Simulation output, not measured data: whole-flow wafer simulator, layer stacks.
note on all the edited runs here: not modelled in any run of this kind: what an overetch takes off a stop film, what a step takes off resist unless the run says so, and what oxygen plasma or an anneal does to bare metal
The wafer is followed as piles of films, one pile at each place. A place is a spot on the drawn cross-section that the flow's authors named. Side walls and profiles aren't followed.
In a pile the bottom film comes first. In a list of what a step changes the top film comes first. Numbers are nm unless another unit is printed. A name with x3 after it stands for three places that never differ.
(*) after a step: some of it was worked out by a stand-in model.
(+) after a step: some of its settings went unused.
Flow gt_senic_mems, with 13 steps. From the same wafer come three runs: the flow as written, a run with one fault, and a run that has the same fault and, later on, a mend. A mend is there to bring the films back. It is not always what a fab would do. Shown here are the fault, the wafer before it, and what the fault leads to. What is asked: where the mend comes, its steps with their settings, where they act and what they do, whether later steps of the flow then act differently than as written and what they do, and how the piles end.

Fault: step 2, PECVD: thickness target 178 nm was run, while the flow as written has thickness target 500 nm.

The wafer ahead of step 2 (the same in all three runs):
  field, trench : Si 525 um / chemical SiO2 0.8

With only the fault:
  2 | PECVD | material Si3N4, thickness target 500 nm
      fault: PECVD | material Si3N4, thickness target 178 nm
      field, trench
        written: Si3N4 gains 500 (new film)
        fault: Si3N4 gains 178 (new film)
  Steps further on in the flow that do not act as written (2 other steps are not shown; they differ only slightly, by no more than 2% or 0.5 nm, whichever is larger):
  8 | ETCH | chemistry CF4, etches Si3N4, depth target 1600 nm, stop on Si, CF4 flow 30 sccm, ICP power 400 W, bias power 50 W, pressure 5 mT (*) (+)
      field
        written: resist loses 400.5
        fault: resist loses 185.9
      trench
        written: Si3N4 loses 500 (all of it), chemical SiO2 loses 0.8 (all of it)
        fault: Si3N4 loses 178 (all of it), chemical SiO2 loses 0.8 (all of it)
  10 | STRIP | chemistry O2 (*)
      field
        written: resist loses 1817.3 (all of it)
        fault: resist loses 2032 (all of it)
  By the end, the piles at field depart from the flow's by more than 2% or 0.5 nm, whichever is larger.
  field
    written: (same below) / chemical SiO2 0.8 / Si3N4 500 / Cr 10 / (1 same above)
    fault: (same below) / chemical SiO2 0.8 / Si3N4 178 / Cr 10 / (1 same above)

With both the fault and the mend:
  After step 7 comes the mend.
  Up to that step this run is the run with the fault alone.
  7a | STRIP | chemistry O2 (*)
      field
        resist loses 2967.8 (all of it)
  7b | PECVD | material Si3N4, thickness target 322 nm (the flow's step 2 again, with other settings)
      field, trench
        Si3N4 gains 322
  7c | HMDS (the flow's step 3 again)
      leaves every film unchanged at each place that is followed
  7d | COAT | resist, thickness 3000 nm (the flow's step 4 again)
      field, trench
        resist gains 3000 (new film)
  7e | SOFTBAKE | resist (the flow's step 5 again)
      leaves every film unchanged at each place that is followed
  7f | EXPOSE | photomask DEVICE, dose 108.9 mJ/cm2, wavelength 405 nm (*) (the flow's step 6 again)
      leaves every film unchanged at each place that is followed
  7g | DEVELOP | resist, thickness 3000 nm, developer developer-E, 60 s (the flow's step 7 again)
      field
        resist loses 32.2
      trench
        resist loses 3000 (all of it)
  Every later step of the flow that is run acts as written at every place that is followed.
  At every place that both follow, the piles at the end match the flow's.
